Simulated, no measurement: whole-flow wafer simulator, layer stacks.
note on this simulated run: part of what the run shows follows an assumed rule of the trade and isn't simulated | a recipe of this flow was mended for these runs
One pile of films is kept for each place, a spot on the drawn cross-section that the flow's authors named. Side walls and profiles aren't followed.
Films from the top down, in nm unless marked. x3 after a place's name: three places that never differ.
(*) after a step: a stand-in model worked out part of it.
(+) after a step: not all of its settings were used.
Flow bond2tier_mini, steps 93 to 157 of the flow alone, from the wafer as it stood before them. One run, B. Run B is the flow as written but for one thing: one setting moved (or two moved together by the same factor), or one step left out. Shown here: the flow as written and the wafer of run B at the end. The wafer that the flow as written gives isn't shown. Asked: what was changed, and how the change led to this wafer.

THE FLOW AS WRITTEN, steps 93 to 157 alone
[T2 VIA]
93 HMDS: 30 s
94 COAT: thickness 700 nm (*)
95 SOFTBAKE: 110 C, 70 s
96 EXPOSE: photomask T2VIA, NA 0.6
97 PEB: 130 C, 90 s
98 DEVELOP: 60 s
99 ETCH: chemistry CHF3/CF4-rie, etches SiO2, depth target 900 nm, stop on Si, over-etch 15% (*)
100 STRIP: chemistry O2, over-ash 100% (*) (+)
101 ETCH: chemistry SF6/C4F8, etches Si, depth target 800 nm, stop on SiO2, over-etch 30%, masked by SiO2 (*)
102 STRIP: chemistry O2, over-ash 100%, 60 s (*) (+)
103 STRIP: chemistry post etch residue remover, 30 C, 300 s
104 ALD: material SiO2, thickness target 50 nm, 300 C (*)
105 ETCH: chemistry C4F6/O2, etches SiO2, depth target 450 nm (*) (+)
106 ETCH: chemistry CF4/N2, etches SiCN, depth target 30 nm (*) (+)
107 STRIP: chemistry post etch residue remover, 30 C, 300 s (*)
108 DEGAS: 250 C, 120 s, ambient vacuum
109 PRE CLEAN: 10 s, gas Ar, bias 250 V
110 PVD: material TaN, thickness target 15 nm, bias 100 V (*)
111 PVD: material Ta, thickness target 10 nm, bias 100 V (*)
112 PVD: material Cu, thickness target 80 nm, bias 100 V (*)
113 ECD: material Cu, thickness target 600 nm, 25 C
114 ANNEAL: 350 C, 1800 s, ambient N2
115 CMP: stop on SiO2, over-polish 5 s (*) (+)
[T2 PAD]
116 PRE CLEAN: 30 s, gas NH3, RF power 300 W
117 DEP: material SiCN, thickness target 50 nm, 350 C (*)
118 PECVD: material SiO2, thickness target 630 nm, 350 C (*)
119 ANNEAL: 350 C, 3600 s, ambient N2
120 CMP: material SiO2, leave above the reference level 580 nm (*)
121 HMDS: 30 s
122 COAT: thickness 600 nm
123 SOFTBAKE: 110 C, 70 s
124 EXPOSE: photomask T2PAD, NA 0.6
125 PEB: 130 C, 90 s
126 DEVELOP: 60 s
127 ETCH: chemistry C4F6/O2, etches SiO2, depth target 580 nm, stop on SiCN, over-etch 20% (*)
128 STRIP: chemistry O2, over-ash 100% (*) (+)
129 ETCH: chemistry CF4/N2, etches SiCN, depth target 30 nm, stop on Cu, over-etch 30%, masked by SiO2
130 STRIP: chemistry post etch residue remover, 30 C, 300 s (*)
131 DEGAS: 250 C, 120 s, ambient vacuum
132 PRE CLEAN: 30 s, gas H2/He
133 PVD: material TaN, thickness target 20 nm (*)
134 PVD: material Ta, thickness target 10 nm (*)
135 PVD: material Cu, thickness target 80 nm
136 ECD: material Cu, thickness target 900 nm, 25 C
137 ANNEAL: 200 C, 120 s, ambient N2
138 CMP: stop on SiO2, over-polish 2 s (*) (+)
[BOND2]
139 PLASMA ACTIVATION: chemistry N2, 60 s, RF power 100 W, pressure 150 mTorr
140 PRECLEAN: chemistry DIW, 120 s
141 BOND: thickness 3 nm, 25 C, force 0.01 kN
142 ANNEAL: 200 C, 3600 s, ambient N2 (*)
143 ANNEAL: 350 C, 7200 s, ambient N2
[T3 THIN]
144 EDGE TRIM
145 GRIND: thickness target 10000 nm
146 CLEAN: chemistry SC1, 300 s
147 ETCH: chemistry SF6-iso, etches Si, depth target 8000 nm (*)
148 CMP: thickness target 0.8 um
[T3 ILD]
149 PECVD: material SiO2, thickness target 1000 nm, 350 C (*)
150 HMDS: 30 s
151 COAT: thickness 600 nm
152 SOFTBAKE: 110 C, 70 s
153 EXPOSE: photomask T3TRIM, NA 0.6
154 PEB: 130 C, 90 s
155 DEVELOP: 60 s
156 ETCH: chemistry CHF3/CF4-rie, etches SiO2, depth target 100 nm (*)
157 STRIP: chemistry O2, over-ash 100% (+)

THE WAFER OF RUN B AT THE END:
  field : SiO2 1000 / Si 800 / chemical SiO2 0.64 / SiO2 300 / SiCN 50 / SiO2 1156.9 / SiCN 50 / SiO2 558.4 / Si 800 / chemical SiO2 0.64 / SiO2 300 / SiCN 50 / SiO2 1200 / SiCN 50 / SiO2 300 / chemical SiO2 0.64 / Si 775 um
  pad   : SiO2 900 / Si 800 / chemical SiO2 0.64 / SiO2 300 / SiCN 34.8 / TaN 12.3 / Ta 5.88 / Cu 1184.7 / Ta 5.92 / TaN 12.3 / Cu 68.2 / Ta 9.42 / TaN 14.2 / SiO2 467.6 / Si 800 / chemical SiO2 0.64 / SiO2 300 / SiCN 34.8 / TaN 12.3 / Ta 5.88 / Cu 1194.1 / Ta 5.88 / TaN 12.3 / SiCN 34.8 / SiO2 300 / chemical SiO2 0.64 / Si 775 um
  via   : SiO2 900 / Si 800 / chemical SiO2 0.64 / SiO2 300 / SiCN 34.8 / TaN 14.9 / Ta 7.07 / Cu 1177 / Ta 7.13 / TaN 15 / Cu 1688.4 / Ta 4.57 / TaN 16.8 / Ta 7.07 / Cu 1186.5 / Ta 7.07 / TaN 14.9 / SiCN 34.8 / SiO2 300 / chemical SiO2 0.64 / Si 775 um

The cause: step 109, PRE CLEAN: bias 162 V was run, where the flow has bias 250 V.

How the change led to this, step by step:
  109 PRE CLEAN: 10 s, gas Ar, bias 250 V
      field, pad: SiO2 -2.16 (as written it would be: SiO2 -3)
      via: TaN -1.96 (as written it would be: TaN -3.19)
